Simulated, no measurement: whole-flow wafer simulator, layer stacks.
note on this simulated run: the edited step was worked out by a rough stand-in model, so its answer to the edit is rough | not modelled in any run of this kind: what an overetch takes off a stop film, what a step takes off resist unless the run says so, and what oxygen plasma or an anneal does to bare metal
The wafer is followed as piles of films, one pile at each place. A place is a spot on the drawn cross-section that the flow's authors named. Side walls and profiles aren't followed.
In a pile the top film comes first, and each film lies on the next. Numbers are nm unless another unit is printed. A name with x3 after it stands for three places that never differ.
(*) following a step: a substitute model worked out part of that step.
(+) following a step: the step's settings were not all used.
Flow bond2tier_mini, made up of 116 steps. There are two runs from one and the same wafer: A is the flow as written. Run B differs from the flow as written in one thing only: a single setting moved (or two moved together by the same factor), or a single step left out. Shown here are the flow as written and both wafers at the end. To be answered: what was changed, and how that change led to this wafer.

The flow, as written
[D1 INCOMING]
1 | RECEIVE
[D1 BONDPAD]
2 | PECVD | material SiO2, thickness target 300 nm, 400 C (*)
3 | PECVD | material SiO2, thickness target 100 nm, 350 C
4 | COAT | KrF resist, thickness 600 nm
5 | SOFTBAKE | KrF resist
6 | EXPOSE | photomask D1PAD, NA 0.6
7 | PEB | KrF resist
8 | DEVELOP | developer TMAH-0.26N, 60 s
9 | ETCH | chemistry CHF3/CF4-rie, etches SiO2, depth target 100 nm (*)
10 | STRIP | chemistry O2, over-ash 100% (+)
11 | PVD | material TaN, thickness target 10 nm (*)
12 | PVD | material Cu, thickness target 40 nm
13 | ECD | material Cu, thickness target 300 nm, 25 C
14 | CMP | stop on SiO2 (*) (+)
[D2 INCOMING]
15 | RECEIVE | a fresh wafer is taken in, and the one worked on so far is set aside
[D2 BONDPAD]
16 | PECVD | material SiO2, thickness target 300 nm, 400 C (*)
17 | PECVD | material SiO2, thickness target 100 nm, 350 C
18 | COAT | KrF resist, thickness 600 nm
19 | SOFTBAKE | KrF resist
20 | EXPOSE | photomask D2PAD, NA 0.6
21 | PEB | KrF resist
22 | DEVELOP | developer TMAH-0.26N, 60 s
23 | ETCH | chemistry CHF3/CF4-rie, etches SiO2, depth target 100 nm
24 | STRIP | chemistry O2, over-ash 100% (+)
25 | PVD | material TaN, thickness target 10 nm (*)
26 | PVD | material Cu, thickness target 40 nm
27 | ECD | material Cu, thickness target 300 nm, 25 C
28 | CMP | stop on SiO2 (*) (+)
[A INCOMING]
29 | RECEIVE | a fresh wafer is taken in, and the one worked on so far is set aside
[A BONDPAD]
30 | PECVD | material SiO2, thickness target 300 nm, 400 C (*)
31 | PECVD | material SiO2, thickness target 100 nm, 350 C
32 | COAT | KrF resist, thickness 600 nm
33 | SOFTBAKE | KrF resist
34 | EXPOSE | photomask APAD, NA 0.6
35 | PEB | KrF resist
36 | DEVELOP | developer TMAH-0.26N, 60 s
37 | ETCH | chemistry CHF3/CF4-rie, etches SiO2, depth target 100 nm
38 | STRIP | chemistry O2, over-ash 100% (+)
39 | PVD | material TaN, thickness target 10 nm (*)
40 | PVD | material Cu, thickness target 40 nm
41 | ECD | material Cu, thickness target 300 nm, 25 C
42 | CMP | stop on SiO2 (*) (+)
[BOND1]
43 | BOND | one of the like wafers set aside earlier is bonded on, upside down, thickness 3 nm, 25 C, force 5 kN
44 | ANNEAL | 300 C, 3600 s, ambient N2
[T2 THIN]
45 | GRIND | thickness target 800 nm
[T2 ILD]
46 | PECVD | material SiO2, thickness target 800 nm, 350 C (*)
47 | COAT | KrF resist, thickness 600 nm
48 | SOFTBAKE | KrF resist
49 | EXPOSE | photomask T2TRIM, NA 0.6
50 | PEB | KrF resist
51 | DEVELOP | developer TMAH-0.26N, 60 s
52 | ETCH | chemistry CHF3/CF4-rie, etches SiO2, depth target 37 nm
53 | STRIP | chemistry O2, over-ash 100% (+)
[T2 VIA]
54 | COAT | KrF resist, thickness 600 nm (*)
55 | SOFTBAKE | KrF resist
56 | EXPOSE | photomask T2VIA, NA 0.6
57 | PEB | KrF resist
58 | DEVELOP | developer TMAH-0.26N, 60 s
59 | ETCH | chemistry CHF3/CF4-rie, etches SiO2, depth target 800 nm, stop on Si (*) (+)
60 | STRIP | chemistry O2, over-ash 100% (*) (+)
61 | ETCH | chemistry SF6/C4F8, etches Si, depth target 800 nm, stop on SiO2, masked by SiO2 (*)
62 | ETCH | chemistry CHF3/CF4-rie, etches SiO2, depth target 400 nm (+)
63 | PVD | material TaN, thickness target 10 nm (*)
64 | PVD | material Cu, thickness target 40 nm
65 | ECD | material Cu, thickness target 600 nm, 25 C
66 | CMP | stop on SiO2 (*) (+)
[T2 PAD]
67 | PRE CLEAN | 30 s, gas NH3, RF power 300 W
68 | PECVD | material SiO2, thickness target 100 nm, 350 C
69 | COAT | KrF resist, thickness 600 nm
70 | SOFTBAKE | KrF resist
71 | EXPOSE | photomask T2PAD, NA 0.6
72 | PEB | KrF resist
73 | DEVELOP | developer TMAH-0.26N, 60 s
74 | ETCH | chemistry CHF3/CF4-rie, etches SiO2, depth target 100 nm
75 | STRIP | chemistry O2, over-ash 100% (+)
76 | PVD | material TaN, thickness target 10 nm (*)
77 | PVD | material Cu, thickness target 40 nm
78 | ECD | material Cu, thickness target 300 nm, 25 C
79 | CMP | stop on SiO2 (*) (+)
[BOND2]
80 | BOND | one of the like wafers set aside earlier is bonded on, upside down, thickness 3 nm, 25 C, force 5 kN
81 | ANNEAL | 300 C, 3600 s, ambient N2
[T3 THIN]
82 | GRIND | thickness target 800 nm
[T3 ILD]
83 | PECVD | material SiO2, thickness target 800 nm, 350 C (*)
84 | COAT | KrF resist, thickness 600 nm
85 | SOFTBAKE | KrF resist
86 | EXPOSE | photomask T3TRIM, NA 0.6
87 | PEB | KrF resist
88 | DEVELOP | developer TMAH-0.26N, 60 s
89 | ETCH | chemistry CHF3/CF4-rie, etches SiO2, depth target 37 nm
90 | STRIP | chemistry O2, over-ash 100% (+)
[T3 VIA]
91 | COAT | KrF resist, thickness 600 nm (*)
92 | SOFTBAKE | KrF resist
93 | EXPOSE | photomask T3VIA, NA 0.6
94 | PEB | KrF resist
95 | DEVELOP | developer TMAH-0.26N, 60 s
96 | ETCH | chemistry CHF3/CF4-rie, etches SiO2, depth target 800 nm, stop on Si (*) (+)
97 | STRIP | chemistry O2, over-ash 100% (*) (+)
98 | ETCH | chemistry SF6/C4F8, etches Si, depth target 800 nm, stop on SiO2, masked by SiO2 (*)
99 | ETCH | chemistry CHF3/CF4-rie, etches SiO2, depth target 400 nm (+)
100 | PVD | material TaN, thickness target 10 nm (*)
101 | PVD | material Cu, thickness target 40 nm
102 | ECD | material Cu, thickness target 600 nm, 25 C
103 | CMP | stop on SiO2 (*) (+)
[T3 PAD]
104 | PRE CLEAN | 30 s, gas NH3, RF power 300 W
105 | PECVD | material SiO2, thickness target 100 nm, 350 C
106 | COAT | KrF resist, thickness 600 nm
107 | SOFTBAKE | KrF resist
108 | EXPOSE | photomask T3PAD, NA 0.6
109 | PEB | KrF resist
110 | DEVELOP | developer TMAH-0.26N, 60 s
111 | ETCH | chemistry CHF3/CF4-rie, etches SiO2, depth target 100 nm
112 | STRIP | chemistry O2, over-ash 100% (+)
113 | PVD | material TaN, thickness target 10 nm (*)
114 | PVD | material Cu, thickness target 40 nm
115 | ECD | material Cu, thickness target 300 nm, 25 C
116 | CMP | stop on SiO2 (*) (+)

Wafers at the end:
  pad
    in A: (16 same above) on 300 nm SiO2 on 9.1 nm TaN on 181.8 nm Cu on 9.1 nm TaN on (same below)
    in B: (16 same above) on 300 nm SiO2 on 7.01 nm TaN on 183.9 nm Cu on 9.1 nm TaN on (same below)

Cause: step 11, PVD: thickness target 7.7 nm was run, though the flow has thickness target 10 nm.

The path from the change to this, step by step:
  11 | PVD | material TaN, thickness target 10 nm (*)
      field: A TaN gains 10 (new film) | B TaN gains 7.7 (new film)
      pad: A TaN gains 9.1 (new film) | B TaN gains 7.01 (new film)
      (also at 1 further place)
  14 | CMP | stop on SiO2 (*) (+)
      field: A Cu loses 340 (all of it), TaN loses 10 (all of it) | B Cu loses 340 (all of it), TaN loses 7.7 (all of it)
  43 | BOND | one of the like wafers set aside earlier is bonded on, upside down, thickness 3 nm, 25 C, force 5 kN
      pad: A Si gains 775 um (new film), chemical SiO2 gains 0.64 (new film), SiO2 gains 300 (new film), TaN gains 9.1 (new film), Cu gains 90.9 | B Si gains 775 um (new film), chemical SiO2 gains 0.64 (new film), SiO2 gains 300 (new film), TaN gains 7.01 (new film), Cu gains 93
      via: A Si gains 775 um (new film), chemical SiO2 gains 0.64 (new film), SiO2 gains 300 (new film), TaN gains 9.97 (new film), Cu gains 90 | B Si gains 775 um (new film), chemical SiO2 gains 0.64 (new film), SiO2 gains 300 (new film), TaN gains 7.68 (new film), Cu gains 92.3
